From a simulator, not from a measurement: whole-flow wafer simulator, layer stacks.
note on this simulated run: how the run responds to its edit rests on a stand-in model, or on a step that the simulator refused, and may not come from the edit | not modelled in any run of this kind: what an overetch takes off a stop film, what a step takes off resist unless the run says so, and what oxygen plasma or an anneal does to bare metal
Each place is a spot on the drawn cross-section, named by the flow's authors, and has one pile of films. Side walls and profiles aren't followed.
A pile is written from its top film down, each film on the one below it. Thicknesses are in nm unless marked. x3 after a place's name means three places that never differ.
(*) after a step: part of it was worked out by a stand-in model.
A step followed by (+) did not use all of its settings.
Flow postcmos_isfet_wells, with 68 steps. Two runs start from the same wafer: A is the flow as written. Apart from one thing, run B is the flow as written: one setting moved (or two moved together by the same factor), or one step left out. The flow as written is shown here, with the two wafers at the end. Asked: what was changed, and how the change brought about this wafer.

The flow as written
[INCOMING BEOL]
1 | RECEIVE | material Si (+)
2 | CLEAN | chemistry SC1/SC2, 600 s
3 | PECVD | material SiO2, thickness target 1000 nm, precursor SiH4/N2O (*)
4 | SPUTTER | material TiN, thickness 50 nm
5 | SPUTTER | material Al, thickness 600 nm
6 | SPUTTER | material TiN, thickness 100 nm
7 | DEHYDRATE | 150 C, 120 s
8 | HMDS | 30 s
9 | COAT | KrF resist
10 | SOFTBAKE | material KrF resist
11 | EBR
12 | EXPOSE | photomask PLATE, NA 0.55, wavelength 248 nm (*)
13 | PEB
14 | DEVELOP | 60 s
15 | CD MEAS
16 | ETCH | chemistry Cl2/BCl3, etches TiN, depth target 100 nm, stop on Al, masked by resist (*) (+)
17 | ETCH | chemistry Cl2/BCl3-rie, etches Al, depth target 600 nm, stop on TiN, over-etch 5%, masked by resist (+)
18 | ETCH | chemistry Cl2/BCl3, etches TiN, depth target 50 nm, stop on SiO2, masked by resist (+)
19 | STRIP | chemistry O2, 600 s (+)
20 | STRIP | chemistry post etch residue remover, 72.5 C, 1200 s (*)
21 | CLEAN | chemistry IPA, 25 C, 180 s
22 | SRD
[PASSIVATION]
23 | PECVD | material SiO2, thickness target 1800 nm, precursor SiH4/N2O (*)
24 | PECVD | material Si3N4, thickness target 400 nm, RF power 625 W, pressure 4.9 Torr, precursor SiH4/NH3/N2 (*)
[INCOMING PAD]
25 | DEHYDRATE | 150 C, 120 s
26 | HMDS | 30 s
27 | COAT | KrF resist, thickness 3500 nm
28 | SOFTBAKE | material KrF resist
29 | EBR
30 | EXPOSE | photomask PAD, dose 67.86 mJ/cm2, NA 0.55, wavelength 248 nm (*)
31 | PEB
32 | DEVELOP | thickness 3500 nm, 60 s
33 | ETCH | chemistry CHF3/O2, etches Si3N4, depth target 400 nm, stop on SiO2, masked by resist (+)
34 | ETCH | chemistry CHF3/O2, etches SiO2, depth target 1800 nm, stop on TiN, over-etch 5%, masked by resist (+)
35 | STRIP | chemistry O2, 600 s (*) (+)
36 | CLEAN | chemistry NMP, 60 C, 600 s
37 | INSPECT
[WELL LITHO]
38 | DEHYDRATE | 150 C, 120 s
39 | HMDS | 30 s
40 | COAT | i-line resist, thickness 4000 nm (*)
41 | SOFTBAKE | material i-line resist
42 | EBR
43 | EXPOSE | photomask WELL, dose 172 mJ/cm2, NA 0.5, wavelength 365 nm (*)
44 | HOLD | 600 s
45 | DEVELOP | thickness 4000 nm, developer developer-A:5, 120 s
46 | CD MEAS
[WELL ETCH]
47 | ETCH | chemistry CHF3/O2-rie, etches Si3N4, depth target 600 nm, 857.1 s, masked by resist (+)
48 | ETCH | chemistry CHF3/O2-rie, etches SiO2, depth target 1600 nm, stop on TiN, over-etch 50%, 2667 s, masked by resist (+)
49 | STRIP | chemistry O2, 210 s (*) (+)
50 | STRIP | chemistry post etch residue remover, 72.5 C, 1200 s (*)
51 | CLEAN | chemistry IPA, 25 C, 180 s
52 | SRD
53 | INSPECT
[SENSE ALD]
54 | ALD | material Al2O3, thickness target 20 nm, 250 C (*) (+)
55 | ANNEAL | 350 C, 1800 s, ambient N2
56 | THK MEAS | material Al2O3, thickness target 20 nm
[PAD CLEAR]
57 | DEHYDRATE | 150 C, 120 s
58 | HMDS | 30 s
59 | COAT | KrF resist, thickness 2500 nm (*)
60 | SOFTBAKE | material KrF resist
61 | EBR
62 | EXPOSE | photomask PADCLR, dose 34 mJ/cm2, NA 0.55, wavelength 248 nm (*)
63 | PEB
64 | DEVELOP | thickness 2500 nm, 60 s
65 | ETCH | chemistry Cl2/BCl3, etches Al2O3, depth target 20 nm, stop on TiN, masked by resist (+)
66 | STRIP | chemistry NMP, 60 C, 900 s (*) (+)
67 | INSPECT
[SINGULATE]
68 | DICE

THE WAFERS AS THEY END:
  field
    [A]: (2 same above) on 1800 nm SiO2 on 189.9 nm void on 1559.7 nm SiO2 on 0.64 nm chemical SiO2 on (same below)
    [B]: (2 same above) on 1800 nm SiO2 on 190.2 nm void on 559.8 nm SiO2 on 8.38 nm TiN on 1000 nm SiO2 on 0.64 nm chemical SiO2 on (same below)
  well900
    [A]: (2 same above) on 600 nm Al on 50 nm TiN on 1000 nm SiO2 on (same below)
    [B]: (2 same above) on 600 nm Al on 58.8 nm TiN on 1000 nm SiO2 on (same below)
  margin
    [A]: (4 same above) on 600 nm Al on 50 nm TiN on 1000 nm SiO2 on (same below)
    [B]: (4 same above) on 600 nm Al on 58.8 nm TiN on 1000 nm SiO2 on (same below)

Cause: step 4, SPUTTER: thickness 58.8 nm was run, whereas the flow has thickness 50 nm.
The wafer lets one read it off: well900 has TiN 58.8, and step 4 as written asks for 50 nm.

Step by step, how the change led to this:
  4 | SPUTTER | material TiN, thickness 50 nm
      field, margin, well900, well1300 x3, pad_rim, pad_clr, pad_open: A +50 TiN (new film) | B +58.8 TiN (new film)
  18 | ETCH | chemistry Cl2/BCl3, etches TiN, depth target 50 nm, stop on SiO2, masked by resist (+)
      field: A -50 TiN (all of it) | B -50 TiN
  23 | PECVD | material SiO2, thickness target 1800 nm, precursor SiH4/N2O (*)
      field: A +1800 SiO2 (new film), +189.9 void (new film), +559.7 SiO2 | B +1800 SiO2 (new film), +190.2 void (new film), +559.8 SiO2 (new film)
If metal films that touch count as one body, field has 1 body; the flow as written gives 0 bodies.
